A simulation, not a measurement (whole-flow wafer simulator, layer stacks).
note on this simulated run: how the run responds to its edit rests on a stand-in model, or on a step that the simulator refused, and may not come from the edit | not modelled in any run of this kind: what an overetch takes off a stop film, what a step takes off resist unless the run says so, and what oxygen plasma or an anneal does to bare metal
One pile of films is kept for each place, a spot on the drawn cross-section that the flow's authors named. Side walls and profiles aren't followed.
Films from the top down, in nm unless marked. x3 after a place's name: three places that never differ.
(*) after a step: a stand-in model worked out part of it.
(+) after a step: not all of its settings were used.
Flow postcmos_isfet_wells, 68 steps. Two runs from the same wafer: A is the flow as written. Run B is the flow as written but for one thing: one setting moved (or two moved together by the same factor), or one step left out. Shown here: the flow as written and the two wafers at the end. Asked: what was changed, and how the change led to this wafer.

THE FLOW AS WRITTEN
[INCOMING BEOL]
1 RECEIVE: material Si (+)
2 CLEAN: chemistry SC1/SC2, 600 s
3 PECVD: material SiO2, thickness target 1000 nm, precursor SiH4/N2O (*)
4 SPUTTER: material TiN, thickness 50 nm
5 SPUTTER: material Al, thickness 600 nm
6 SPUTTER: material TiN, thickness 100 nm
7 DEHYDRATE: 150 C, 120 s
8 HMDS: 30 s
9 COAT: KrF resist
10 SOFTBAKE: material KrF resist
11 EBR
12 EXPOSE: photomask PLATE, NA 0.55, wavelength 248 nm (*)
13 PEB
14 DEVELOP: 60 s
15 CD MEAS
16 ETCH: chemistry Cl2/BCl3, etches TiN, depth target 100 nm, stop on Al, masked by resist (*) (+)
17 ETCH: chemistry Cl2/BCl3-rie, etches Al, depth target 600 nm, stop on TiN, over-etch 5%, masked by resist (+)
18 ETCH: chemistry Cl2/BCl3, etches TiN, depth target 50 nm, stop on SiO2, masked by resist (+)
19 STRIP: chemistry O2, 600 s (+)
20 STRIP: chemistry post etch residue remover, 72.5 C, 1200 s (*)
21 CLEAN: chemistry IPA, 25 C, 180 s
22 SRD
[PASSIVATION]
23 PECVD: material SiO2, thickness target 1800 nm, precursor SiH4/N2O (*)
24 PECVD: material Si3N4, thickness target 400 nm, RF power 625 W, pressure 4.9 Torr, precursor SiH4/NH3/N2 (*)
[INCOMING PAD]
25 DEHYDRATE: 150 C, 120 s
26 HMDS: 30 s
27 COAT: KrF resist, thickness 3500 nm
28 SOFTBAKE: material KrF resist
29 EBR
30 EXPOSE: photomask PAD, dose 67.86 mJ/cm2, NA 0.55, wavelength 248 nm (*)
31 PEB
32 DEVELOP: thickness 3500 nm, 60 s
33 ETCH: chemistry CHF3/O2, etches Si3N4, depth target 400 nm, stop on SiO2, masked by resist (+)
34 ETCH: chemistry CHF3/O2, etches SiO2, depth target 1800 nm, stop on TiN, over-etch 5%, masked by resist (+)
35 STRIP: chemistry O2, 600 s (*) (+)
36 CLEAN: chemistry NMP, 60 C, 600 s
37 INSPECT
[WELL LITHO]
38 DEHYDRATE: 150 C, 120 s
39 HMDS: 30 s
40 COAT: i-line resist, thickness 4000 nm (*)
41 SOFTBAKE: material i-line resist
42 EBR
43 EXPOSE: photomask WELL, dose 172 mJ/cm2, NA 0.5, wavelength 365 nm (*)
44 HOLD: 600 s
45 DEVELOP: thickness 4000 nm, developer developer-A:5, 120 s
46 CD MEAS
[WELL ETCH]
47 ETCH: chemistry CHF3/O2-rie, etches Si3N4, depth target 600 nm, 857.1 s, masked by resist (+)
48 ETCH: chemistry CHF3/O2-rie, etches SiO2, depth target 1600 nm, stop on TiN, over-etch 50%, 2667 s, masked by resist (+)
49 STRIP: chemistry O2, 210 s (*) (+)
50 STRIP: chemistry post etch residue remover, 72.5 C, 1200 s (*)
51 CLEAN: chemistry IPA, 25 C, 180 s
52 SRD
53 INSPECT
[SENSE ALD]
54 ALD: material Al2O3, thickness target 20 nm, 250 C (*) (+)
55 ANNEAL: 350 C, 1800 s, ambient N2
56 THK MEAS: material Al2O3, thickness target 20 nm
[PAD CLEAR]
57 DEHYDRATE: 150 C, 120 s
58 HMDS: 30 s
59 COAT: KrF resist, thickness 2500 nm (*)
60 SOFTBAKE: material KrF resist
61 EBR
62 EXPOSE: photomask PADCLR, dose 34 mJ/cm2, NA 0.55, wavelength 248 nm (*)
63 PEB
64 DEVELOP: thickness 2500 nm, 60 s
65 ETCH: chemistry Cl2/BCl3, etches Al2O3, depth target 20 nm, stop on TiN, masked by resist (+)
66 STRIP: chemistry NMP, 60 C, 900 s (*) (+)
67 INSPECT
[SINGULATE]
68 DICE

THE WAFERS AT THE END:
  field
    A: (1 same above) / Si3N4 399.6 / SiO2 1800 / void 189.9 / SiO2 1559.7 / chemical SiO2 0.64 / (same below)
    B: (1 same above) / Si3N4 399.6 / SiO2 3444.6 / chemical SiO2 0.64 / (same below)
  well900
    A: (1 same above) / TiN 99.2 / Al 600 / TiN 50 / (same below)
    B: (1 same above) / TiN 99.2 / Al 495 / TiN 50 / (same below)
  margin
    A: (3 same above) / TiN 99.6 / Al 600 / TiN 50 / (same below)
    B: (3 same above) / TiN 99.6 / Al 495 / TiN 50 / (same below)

The cause: step 5, SPUTTER: thickness 495 nm was run, where the flow has thickness 600 nm.
It can be read off the wafer: well900 has Al 495, and step 5 as written asks for 600 nm.

How the change led to this, step by step:
  5 SPUTTER: material Al, thickness 600 nm
      field, margin, well900, well1300 x3, pad_rim, pad_clr, pad_open: A Al +600 (new film) | B Al +495 (new film)
  17 ETCH: chemistry Cl2/BCl3-rie, etches Al, depth target 600 nm, stop on TiN, over-etch 5%, masked by resist (+)
      margin, well900, well1300 x3, pad_rim, pad_clr, pad_open: A KrF resist -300 | B KrF resist -259.9
      field: A Al -600 (all of it) | B Al -495 (all of it)
  19 STRIP: chemistry O2, 600 s (+)
      margin, well900, well1300 x3, pad_rim, pad_clr, pad_open: A KrF resist -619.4 (all of it) | B KrF resist -659.5 (all of it)
  23 PECVD: material SiO2, thickness target 1800 nm, precursor SiH4/N2O (*)
      field: A SiO2 +1800 (new film), void +189.9 (new film), SiO2 +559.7 | B SiO2 +2444.6
